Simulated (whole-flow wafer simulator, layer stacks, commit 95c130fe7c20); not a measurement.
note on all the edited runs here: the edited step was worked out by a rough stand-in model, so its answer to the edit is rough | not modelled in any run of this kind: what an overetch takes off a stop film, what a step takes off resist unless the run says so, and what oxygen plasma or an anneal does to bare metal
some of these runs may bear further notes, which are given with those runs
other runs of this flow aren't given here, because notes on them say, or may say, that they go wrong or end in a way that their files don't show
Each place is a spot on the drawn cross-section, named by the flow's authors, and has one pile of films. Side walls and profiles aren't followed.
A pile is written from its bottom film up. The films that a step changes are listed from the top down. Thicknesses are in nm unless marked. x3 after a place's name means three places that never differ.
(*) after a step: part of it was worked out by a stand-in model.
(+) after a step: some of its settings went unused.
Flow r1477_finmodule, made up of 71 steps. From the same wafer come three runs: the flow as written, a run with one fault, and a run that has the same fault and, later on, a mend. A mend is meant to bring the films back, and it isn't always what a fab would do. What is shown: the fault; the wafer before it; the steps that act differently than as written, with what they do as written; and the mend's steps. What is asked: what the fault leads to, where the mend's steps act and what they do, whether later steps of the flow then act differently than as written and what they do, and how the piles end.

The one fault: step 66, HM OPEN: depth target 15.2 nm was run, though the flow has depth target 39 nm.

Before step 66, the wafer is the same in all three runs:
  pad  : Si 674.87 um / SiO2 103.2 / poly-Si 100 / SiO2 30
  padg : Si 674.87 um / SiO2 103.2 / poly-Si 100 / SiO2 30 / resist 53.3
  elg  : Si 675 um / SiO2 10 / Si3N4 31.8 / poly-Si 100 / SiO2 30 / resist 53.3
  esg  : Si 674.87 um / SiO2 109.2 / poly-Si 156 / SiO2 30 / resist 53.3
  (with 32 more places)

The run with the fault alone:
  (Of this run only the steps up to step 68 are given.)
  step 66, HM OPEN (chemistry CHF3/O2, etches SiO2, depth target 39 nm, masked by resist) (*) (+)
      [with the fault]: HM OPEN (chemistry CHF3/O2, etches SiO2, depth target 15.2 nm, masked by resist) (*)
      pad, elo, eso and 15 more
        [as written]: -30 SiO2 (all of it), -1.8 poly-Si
        [with the fault]: -15.2 SiO2
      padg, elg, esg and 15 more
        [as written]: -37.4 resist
        [with the fault]: -14.6 resist
  Steps later in the flow that act otherwise than as written:
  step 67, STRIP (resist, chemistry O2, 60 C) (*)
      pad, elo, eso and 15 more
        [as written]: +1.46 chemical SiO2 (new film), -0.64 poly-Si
        [with the fault]: nothing
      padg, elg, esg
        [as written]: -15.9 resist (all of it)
        [with the fault]: -38.7 resist (all of it)
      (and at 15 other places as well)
  Once step 68 is done, the piles at pad, elo, eso and 15 more depart from the flow's by more than 2% or 0.5 nm, whichever is larger.
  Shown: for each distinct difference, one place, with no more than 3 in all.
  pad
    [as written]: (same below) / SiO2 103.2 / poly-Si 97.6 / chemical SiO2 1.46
    [with the fault]: (same below) / SiO2 103.2 / poly-Si 100 / SiO2 14.8
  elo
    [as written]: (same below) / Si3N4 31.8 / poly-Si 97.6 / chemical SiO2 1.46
    [with the fault]: (same below) / Si3N4 31.8 / poly-Si 100 / SiO2 14.8
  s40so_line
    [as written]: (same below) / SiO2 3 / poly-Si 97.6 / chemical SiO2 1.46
    [with the fault]: (same below) / SiO2 3 / poly-Si 100 / SiO2 14.8

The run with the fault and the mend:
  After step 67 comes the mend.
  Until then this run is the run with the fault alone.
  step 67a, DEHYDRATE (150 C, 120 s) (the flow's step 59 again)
      leaves every film unchanged at each place that is followed
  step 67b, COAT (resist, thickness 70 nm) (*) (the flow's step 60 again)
      e40lg, e100lg, e200lg, elo, e40lo, e100lo, e200lo
        +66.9 resist (new film)
      s40sg, s45sg, s40so, s45so
        +91 resist (new film)
      s40sg_line, s45sg_line, s40so_line, s45so_line
        +68.5 resist (new film)
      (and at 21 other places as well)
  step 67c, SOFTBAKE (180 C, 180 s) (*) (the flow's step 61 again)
      leaves every film unchanged at each place that is followed
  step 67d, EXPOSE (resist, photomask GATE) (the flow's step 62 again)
      leaves every film unchanged at each place that is followed
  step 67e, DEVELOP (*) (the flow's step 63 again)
      elo, e40lo, e100lo, e200lo
        -66.9 resist (all of it)
      eso, e40so
        -129.5 resist (all of it)
      s40so, s45so
        -91 resist (all of it)
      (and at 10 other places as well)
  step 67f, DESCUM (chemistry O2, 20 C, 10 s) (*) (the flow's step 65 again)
      padg, elg, esg and 15 more
        -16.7 resist
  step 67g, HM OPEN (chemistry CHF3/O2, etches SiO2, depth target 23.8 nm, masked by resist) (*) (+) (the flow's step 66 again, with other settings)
      pad, elo, eso and 15 more
        -14.8 SiO2 (all of it), -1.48 poly-Si
      padg, elg, esg and 15 more
        -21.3 resist
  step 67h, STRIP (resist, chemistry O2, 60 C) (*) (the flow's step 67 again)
      pad, elo, eso and 15 more
        +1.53 chemical SiO2 (new film), -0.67 poly-Si
      e40lg, e100lg, e200lg
        -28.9 resist (all of it)
      elg, esg
        -32 resist (all of it)
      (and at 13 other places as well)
  Later steps of the flow that are run all act as written at every place that is followed, up to a difference of at most 2% or 0.5 nm, whichever is larger.
  When the end is reached, the piles differ only a little from the flow's at the places that both follow, at most by 2% or 0.5 nm, whichever is larger.
